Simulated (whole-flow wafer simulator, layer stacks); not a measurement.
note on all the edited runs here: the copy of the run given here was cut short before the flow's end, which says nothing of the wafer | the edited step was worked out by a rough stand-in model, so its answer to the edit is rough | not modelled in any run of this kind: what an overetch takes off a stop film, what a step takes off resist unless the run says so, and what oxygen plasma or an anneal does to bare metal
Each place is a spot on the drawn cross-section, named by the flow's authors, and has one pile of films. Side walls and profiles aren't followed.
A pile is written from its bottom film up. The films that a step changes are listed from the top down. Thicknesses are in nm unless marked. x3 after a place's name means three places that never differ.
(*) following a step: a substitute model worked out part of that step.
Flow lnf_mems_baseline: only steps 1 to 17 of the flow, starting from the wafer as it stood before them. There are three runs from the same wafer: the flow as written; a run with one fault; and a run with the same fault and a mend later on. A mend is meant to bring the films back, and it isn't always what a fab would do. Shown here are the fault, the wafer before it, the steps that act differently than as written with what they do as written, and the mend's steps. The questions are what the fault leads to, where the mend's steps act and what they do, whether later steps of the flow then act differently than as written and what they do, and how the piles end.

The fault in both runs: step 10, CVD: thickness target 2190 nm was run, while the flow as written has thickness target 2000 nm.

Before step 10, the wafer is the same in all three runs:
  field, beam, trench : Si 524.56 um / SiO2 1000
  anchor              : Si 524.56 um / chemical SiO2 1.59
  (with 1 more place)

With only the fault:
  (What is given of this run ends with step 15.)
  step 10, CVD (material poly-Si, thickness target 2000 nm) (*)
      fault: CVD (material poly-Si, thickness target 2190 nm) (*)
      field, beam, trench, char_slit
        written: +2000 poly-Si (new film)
        fault: +2190 poly-Si (new film)
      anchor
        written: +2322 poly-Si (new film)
        fault: +2594.8 poly-Si (new film)
  Steps further on in the flow that do not act as written (1 other step is not shown; it differs only slightly, by no more than 2% or 0.5 nm, whichever is larger):
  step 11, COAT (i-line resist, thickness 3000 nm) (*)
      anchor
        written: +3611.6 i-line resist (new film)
        fault: +3533.6 i-line resist (new film)
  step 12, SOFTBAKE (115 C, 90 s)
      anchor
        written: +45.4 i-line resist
        fault: +42 i-line resist
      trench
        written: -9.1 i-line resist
        fault: -8.36 i-line resist
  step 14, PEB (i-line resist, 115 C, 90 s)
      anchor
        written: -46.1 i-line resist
        fault: -44.6 i-line resist
  After step 15, at field, anchor, beam, trench, char_slit, the piles differ from the flow's by more than 2% or 0.5 nm, whichever is larger.
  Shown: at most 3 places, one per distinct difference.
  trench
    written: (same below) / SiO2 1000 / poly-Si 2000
    fault: (same below) / SiO2 1000 / poly-Si 2190
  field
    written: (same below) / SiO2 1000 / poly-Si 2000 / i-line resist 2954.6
    fault: (same below) / SiO2 1000 / poly-Si 2190 / i-line resist 2955.2
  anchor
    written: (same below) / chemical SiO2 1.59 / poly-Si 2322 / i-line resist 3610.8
    fault: (same below) / chemical SiO2 1.59 / poly-Si 2594.8 / i-line resist 3530.9

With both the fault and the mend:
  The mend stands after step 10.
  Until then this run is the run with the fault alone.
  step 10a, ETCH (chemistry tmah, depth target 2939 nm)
      field, beam, trench, char_slit
        -2190 poly-Si (all of it)
      anchor
        -2594.8 poly-Si (all of it)
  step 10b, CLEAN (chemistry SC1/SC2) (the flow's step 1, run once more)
      leaves every film unchanged at each place that is followed
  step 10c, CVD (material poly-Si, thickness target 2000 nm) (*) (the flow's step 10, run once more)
      field, beam, trench, char_slit
        +2000 poly-Si (new film)
      anchor
        +2322 poly-Si (new film)
  Later steps of the flow that are run all act as written at every place that is followed.
  The piles end the same as the flow's at every place that both follow.
